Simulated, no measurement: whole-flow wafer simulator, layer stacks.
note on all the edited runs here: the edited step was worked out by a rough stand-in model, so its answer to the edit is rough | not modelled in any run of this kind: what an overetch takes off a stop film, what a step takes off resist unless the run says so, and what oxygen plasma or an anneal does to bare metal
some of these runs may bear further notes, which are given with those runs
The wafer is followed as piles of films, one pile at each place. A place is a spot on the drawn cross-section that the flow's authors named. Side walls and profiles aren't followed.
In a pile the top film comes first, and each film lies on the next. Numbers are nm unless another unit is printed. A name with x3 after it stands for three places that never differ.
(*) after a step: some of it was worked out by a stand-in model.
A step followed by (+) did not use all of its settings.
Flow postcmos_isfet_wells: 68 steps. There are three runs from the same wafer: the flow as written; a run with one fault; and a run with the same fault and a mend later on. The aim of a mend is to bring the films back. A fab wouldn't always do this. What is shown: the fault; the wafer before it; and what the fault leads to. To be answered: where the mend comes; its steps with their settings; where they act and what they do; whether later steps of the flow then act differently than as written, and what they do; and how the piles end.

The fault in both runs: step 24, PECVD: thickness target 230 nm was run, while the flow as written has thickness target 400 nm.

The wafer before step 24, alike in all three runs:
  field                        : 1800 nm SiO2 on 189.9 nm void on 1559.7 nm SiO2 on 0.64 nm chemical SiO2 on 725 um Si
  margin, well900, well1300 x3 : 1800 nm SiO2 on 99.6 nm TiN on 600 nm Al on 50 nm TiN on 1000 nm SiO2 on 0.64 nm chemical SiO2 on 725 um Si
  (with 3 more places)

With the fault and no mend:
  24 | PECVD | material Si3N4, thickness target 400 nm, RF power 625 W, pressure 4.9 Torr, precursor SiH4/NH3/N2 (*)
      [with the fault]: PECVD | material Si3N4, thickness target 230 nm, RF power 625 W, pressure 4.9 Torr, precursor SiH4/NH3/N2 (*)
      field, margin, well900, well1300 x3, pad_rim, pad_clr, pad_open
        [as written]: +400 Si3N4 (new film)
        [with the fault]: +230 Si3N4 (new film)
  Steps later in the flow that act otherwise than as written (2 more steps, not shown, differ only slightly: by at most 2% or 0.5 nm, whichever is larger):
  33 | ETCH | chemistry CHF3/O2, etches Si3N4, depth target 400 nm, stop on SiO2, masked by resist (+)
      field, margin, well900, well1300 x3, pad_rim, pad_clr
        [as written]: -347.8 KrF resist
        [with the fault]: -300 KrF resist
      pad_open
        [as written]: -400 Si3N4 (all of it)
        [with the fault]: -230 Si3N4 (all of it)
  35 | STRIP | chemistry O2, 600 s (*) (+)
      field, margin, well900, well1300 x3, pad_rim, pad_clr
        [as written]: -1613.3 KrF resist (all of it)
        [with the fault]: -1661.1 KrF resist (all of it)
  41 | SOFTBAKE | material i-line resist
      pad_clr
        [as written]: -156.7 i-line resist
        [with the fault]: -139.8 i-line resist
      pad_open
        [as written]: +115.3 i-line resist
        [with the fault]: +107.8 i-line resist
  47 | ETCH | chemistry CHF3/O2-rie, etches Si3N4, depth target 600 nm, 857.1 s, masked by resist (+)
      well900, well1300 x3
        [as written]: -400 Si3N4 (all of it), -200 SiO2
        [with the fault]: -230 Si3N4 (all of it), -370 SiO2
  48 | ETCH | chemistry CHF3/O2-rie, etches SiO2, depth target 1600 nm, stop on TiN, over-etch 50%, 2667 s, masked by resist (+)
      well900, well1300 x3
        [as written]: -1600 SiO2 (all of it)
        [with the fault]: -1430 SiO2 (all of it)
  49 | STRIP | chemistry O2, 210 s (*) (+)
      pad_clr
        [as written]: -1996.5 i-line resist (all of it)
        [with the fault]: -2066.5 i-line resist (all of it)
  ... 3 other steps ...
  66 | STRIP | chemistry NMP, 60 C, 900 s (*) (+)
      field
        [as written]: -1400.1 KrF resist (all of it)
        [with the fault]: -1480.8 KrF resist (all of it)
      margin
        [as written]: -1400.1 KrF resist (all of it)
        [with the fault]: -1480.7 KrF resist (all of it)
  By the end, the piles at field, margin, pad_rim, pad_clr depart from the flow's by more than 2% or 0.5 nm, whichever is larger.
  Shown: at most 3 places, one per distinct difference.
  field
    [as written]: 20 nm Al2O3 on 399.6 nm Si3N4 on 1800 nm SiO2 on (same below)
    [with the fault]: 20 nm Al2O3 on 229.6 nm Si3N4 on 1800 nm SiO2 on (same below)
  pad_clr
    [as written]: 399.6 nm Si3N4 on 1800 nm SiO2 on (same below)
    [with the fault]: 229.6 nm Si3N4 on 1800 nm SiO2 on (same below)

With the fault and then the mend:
  The mend stands after step 24.
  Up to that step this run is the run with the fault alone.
  24a | PECVD | material Si3N4, thickness target 170 nm, RF power 625 W, pressure 4.9 Torr, precursor SiH4/NH3/N2 (*) (the flow's step 24, run once more with other settings)
      field, margin, well900, well1300 x3, pad_rim, pad_clr, pad_open
        +170 Si3N4
  Later steps of the flow that are run all act as written at every place that is followed.
  By the end, the piles equal the flow's at every place that both follow.
